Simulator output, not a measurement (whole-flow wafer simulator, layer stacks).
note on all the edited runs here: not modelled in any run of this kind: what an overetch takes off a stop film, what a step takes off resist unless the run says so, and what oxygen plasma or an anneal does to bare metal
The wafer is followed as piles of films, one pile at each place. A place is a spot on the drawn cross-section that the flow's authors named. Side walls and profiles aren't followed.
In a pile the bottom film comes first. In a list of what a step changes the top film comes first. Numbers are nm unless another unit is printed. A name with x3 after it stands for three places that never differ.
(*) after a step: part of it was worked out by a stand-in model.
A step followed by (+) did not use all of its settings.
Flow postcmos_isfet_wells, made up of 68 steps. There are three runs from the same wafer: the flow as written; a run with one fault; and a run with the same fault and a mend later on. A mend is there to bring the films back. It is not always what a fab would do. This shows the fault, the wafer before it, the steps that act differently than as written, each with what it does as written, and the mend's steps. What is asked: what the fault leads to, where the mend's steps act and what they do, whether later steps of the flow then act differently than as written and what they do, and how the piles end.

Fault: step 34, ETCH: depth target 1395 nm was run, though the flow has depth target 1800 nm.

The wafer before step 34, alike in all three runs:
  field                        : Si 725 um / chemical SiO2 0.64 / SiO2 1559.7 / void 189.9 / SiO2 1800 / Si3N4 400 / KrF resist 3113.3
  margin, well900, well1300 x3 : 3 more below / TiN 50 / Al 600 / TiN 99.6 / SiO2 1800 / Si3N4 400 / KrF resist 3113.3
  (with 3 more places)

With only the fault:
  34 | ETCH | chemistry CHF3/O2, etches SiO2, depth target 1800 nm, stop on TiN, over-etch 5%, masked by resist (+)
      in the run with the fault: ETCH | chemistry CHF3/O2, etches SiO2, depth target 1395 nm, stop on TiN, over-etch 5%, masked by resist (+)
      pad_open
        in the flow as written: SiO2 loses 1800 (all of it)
        in the run with the fault: SiO2 loses 1395
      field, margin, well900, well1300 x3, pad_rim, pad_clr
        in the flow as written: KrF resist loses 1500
        in the run with the fault: KrF resist loses 1162.5
  Steps later in the flow that act otherwise than as written (1 other step is not shown; it differs only slightly, by no more than 2% or 0.5 nm, whichever is larger):
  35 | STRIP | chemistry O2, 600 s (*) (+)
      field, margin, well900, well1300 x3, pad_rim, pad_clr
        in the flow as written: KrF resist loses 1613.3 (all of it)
        in the run with the fault: KrF resist loses 1950.8 (all of it)
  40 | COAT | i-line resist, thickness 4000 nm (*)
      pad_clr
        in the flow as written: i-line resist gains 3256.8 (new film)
        in the run with the fault: i-line resist gains 3384.6 (new film)
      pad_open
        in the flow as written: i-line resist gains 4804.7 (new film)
        in the run with the fault: i-line resist gains 4658.8 (new film)
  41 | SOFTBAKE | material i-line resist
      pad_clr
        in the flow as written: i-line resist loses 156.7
        in the run with the fault: i-line resist loses 117.6
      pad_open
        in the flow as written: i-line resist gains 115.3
        in the run with the fault: i-line resist gains 96.9
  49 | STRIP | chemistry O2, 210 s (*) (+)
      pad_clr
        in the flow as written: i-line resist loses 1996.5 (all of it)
        in the run with the fault: i-line resist loses 2163.4 (all of it)
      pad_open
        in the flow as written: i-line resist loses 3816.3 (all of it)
        in the run with the fault: i-line resist loses 3652 (all of it)
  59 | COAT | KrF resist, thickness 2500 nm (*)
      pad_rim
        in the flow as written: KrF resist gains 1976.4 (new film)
        in the run with the fault: KrF resist gains 2068.8 (new film)
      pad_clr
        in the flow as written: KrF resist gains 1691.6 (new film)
        in the run with the fault: KrF resist gains 1828.6 (new film)
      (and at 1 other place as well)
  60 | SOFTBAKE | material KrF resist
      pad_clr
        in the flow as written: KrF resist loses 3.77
        in the run with the fault: KrF resist loses 3.17
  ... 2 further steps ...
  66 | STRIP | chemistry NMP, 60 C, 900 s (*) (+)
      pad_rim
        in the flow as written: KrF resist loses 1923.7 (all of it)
        in the run with the fault: KrF resist loses 2015.3 (all of it)
  At pad_open, the piles at the end differ from the flow's by more than 2% or 0.5 nm, whichever is larger.
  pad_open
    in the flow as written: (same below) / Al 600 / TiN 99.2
    in the run with the fault: (same below) / Al 600 / TiN 99.6 / SiO2 405

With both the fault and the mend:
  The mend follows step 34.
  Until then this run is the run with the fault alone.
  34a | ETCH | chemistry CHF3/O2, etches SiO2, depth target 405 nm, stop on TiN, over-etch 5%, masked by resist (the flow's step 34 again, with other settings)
      field, margin, well900, well1300 x3, pad_rim, pad_clr
        KrF resist loses 337.5
      pad_open
        SiO2 loses 405 (all of it)
  None of the later steps of the flow acts differently than as written at any place that is followed.
  At every place that both follow, the piles at the end match the flow's.
